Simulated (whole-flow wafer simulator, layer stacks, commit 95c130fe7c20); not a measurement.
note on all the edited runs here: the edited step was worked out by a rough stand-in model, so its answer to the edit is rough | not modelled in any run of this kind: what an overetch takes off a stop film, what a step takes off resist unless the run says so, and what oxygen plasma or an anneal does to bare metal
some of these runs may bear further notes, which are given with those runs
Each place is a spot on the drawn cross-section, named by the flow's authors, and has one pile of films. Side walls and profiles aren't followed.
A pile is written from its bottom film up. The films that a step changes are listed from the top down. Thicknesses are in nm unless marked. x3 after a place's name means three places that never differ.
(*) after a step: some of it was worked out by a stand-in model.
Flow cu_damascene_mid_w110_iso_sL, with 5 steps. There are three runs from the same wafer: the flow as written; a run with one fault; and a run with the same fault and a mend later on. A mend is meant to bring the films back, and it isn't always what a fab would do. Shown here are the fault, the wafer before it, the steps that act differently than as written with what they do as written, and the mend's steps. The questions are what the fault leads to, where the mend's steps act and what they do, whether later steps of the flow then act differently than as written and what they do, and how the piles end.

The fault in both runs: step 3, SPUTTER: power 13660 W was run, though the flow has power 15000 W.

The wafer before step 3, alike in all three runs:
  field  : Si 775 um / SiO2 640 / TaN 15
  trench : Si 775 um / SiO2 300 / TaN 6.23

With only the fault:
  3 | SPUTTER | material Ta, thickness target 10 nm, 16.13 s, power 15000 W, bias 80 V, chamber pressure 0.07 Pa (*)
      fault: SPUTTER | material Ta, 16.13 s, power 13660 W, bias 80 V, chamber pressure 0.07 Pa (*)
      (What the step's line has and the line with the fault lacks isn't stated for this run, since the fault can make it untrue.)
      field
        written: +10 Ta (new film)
        fault: +9.11 Ta (new film)
  None of the later steps of the flow differs from how it acts as written, at any place that is followed, by more than 2% or 0.5 nm, whichever is larger.
  By the end, the piles at field depart from the flow's by more than 2% or 0.5 nm, whichever is larger.
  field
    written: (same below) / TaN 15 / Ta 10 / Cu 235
    fault: (same below) / TaN 15 / Ta 9.11 / Cu 235

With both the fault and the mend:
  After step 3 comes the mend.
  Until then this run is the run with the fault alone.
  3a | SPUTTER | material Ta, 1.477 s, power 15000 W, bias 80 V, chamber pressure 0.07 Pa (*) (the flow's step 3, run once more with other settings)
      field
        +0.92 Ta
      trench
        +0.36 Ta
  None of the later steps of the flow differs from how it acts as written, at any place that is followed, by more than 2% or 0.5 nm, whichever is larger.
  The piles end only slightly different from the flow's at the places that both follow, by no more than 2% or 0.5 nm, whichever is larger.
